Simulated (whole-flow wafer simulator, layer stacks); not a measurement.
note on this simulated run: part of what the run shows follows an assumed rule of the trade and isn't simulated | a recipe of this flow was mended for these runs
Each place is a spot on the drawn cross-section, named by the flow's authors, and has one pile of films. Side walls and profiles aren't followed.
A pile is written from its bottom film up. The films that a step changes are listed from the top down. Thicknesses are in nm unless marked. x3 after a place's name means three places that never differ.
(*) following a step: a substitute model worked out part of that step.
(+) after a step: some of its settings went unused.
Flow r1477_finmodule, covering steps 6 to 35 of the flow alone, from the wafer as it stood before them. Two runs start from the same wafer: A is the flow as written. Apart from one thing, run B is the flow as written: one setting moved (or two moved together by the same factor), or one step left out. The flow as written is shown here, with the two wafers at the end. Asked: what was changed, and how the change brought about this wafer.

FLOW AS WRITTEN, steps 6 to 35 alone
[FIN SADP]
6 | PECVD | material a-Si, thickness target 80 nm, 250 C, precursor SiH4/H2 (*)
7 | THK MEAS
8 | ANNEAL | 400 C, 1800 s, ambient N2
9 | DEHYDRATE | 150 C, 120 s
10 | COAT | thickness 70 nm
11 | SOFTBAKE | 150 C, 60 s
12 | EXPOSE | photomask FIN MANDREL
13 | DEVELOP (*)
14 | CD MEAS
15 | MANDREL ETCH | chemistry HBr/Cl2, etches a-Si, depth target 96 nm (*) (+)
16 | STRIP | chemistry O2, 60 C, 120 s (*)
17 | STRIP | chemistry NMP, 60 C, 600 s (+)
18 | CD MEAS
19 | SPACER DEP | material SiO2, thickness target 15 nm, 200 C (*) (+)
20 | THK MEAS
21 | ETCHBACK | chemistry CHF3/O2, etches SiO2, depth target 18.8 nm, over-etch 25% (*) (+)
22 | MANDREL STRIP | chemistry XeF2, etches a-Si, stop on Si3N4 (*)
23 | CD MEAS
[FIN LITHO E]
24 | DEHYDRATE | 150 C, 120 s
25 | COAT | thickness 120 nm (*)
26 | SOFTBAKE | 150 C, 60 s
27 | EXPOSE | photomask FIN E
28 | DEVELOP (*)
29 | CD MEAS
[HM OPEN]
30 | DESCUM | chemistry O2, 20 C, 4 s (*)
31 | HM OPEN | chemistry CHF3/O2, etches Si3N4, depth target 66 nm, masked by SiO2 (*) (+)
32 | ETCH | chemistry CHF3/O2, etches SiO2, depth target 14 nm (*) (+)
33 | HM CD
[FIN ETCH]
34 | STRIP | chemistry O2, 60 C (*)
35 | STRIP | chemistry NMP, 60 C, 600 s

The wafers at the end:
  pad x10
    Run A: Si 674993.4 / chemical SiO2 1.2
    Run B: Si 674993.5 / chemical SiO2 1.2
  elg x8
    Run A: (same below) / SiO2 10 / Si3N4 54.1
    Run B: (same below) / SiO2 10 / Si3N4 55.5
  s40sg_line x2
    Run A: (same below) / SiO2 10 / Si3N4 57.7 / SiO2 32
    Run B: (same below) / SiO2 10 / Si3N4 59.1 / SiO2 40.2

What caused this: step 6, PECVD: thickness target 89.6 nm was run, though the flow has thickness target 80 nm.

How this came from the change, step by step:
  6 | PECVD | material a-Si, thickness target 80 nm, 250 C, precursor SiH4/H2 (*)
      pad x10, elg x8, s40cg x2 and 16 more: A +80 a-Si (new film) | B +89.6 a-Si (new film)
  15 | MANDREL ETCH | chemistry HBr/Cl2, etches a-Si, depth target 96 nm (*) (+)
      pad x10, elg x8, s40sg x2, s40sg_line x2, s45sg x2, s45sg_line x2, s50sg x2, s50sg_line x2: A -80 a-Si (all of it), -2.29 Si3N4 | B -89.6 a-Si (all of it), -0.91 Si3N4
  22 | MANDREL STRIP | chemistry XeF2, etches a-Si, stop on Si3N4 (*)
      s40cg x2, s45cg x2, s50cg x2: A -79 a-Si (all of it) | B -88.6 a-Si (all of it)
  25 | COAT | thickness 120 nm (*)
      s40cg x2: A +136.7 e-beam-resist (new film) | B +139.7 e-beam-resist (new film)
      s40sg_line x2: A +60 e-beam-resist (new film) | B +53.4 e-beam-resist (new film)
      (as well as at 8 more places)
  28 | DEVELOP (*)
      s40cg x2: A -136.7 e-beam-resist (all of it) | B -139.7 e-beam-resist (all of it)
      s40sg_line x2: A -60 e-beam-resist (all of it) | B -53.4 e-beam-resist (all of it)
      (as well as at 8 more places)
  31 | HM OPEN | chemistry CHF3/O2, etches Si3N4, depth target 66 nm, masked by SiO2 (*) (+)
      pad x10, s40sg x2, s45sg x2, s50sg x2: A -54.1 Si3N4 (all of it), -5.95 SiO2 | B -55.5 Si3N4 (all of it), -5.27 SiO2
  32 | ETCH | chemistry CHF3/O2, etches SiO2, depth target 14 nm (*) (+)
      pad x10, s40sg x2, s45sg x2, s50sg x2: A -4.05 SiO2 (all of it), -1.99 Si | B -4.73 SiO2 (all of it), -1.85 Si
